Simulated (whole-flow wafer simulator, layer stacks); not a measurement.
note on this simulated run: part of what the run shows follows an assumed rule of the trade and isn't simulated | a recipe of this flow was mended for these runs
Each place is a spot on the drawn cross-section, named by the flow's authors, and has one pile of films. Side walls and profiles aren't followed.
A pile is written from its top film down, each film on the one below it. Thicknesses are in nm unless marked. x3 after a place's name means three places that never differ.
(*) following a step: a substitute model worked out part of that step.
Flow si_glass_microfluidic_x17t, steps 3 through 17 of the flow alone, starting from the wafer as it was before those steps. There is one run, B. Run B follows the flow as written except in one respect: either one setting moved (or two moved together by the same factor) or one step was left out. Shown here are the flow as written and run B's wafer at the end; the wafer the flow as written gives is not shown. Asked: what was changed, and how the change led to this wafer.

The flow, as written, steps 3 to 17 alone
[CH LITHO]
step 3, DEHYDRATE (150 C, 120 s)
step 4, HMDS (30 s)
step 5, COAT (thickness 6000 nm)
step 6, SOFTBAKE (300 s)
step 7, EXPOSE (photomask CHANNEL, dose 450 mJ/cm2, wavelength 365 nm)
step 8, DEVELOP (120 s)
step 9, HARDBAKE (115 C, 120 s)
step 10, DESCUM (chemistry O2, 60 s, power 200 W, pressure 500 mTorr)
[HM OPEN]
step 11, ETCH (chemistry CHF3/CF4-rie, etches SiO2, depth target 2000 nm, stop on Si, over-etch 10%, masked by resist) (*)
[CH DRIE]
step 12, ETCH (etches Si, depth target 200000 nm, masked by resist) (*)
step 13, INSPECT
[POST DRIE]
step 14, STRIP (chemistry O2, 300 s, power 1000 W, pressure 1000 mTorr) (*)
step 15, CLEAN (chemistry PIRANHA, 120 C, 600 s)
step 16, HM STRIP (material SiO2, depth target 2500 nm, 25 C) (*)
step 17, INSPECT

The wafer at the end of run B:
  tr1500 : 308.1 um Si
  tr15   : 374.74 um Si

The reason: step 5, COAT: thickness 7800 nm was run, while the flow as written has thickness 6000 nm.

Step by step, how the change led to this:
  step 5, COAT (thickness 6000 nm)
      land, tr110, tr1500, tr15: thick-i-line-resist gains 7800 (new film) (as written it would have been: thick-i-line-resist gains 6000 (new film))
  step 8, DEVELOP (120 s)
      tr110, tr1500, tr15: thick-i-line-resist loses 7800 (all of it) (as written it would have been: thick-i-line-resist loses 6000 (all of it))
  step 9, HARDBAKE (115 C, 120 s)
      land: thick-i-line-resist loses 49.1 (as written it would have been: thick-i-line-resist loses 33.5)
  step 12, ETCH (etches Si, depth target 200000 nm, masked by resist) (*)
      tr1500: Si loses 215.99 um (as written it would have been: Si loses 215.73 um)
      tr15: Si loses 149.36 um (as written it would have been: Si loses 149.99 um)
  step 14, STRIP (chemistry O2, 300 s, power 1000 W, pressure 1000 mTorr) (*)
      land: thick-i-line-resist loses 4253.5 (all of it) (as written it would have been: thick-i-line-resist loses 2472.3 (all of it))
